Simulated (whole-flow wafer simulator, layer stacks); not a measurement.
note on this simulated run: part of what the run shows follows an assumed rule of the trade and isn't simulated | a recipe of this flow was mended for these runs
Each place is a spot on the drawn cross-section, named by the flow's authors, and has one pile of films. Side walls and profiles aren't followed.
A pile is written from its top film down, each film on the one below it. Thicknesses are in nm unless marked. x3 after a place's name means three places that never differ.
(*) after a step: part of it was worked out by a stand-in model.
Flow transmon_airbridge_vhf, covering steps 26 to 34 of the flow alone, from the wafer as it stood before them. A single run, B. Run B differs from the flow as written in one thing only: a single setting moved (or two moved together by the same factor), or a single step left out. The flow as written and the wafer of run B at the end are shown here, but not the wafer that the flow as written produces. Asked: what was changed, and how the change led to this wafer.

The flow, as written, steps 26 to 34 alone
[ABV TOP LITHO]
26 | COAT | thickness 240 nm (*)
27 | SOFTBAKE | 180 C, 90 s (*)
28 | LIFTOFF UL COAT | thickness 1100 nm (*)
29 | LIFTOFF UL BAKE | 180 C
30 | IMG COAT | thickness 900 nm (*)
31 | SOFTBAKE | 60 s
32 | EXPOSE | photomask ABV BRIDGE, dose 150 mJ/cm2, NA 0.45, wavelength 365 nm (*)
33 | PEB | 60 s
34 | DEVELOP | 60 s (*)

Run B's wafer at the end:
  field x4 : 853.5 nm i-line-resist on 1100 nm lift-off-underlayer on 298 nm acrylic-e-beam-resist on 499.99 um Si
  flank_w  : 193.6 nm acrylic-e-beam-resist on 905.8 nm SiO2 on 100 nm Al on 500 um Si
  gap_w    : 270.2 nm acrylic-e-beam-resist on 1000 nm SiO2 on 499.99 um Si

The reason: step 26, COAT: thickness 298 nm was run, while the flow as written has thickness 240 nm.
One can read it off the wafer: field x4 has acrylic-e-beam-resist 298, and step 26 as written asks for 240 nm.

Step by step, how the change led to this:
  26 | COAT | thickness 240 nm (*)
      field x4, trace_open_s x2: +298 acrylic-e-beam-resist (new film) (in the flow as written it would be: +240 acrylic-e-beam-resist (new film))
      flank_w, flank_e: +193.6 acrylic-e-beam-resist (new film) (in the flow as written it would be: +155.2 acrylic-e-beam-resist (new film))
      (also at 9 further places)
